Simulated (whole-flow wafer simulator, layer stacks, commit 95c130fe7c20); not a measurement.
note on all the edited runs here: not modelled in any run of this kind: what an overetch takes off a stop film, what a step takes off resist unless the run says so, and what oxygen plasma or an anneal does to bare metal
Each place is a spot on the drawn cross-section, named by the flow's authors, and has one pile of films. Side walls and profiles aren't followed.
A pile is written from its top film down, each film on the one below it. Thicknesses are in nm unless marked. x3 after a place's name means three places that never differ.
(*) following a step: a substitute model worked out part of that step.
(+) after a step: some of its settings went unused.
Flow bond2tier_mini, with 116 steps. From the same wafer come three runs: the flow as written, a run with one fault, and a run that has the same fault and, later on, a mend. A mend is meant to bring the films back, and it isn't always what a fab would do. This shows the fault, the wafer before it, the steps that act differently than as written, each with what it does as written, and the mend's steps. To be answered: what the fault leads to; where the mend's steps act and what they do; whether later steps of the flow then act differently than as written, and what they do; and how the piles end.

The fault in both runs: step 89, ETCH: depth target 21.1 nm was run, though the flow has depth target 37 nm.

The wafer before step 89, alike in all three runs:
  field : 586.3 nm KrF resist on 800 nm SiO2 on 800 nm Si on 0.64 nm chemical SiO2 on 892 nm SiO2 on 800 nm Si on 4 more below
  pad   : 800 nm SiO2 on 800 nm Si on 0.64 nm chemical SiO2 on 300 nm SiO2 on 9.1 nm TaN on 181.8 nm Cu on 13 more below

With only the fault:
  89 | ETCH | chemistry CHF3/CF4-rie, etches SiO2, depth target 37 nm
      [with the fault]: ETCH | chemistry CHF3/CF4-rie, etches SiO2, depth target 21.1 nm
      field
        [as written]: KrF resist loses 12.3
        [with the fault]: KrF resist loses 7.03
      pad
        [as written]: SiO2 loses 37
        [with the fault]: SiO2 loses 21.1
  Later steps of the flow acting differently than as written (4 other steps are not shown; they differ only slightly, by no more than 2% or 0.5 nm, whichever is larger):
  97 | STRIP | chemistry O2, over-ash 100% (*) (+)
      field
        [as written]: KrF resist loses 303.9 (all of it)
        [with the fault]: KrF resist loses 310.6 (all of it)
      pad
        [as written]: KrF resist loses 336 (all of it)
        [with the fault]: KrF resist loses 328.9 (all of it)
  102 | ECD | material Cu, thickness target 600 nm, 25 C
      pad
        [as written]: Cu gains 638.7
        [with the fault]: Cu gains 622
  At pad, the piles at the end differ from the flow's by more than 2% or 0.5 nm, whichever is larger.
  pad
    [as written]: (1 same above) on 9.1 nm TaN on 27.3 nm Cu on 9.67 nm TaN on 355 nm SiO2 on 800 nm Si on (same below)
    [with the fault]: (1 same above) on 9.1 nm TaN on 11.3 nm Cu on 9.81 nm TaN on 370.9 nm SiO2 on 800 nm Si on (same below)

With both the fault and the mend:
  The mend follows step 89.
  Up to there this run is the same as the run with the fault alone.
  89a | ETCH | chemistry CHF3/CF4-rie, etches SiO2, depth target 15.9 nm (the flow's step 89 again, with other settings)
      field
        KrF resist loses 5.3
      pad
        SiO2 loses 15.9
  Every later step of the flow that is run acts as written at every place that is followed.
  By the end, the piles equal the flow's at every place that both follow.
